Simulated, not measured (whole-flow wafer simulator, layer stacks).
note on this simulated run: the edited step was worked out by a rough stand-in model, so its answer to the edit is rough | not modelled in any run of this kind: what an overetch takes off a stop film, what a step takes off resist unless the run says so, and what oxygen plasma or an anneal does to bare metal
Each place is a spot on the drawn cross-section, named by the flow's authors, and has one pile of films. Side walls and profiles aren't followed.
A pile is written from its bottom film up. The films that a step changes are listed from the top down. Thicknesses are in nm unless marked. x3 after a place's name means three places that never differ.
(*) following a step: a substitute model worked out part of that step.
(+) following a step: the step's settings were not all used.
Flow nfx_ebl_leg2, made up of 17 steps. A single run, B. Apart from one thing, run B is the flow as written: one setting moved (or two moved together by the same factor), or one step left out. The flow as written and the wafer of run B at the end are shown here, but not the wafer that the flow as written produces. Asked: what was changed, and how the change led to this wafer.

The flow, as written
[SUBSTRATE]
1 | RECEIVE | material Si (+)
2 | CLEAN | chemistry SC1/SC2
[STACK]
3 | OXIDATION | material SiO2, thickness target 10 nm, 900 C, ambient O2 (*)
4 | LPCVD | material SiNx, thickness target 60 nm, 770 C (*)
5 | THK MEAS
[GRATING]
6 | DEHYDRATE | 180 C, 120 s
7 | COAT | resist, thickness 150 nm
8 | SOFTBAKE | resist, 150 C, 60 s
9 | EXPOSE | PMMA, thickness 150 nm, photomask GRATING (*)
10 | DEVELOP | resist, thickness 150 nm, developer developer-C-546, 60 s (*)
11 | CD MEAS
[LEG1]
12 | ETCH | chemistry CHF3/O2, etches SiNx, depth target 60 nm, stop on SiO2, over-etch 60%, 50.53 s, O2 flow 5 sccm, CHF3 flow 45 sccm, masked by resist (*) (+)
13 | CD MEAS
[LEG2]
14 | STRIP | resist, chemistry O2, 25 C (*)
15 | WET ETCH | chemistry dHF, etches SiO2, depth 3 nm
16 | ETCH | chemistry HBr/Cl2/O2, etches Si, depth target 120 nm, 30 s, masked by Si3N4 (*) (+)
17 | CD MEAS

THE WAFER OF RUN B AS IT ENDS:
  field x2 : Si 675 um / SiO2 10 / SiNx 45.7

Cause: step 4, LPCVD: thickness target 52.5 nm was run, whereas the flow has thickness target 60 nm.

The path from the change to this, step by step:
  4 | LPCVD | material SiNx, thickness target 60 nm, 770 C (*)
      field x2, pad x2: +52.5 SiNx (new film) (in the flow as written it would be: +60 SiNx (new film))
  12 | ETCH | chemistry CHF3/O2, etches SiNx, depth target 60 nm, stop on SiO2, over-etch 60%, 50.53 s, O2 flow 5 sccm, CHF3 flow 45 sccm, masked by resist (*) (+)
      pad x2: -52.5 SiNx (all of it), -10 SiO2 (all of it) (in the flow as written it would be: -60 SiNx (all of it), -10 SiO2 (all of it))
